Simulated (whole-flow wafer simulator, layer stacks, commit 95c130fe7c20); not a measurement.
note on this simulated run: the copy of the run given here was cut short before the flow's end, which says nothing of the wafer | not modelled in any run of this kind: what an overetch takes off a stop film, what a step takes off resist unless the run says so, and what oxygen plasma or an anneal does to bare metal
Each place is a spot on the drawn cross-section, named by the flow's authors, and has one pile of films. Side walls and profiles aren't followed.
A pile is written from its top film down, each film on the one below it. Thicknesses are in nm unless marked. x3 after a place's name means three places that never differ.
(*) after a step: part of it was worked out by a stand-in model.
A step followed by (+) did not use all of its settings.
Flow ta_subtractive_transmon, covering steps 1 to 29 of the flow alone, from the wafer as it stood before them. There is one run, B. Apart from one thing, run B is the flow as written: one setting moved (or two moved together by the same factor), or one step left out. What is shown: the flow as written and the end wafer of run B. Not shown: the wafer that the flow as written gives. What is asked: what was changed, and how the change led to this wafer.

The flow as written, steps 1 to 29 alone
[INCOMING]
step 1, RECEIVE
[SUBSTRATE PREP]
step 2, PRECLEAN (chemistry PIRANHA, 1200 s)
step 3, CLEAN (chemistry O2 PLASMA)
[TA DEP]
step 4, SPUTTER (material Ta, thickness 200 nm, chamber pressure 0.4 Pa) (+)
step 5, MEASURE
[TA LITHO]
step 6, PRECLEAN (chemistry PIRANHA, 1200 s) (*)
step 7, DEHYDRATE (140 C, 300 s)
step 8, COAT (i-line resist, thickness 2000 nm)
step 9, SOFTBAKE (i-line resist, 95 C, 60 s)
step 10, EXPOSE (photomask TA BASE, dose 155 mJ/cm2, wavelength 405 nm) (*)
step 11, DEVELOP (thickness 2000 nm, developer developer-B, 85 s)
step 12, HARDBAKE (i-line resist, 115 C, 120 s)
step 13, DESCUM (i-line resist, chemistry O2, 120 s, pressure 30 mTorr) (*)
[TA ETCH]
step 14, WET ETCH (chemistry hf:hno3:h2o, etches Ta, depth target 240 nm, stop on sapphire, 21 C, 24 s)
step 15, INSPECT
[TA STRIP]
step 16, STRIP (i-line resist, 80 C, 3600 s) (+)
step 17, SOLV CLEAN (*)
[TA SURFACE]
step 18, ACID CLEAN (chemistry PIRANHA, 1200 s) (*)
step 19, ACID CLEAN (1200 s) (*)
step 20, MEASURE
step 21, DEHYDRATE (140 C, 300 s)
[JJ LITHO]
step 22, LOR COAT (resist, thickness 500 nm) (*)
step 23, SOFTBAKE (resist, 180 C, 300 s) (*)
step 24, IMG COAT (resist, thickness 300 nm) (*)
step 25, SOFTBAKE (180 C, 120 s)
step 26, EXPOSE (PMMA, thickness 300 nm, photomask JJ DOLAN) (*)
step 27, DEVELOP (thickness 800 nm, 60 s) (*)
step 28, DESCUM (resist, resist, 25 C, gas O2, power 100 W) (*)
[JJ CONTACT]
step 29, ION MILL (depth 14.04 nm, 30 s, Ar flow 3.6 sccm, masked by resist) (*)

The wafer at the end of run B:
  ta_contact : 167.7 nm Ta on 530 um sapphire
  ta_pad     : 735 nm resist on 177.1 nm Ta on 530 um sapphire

The reason: step 4, SPUTTER: thickness 177.4 nm was run, whereas the flow has thickness 200 nm.

How this came from the change, step by step:
  step 4, SPUTTER (material Ta, thickness 200 nm, chamber pressure 0.4 Pa) (+)
      field x2, jj_line, lead, ta_contact, ta_pad: +177.4 Ta (new film) (it would be, as written: +200 Ta (new film))
  step 14, WET ETCH (chemistry hf:hno3:h2o, etches Ta, depth target 240 nm, stop on sapphire, 21 C, 24 s)
      field x2, jj_line, lead: -177.4 Ta (all of it) (it would be, as written: -200 Ta (all of it))
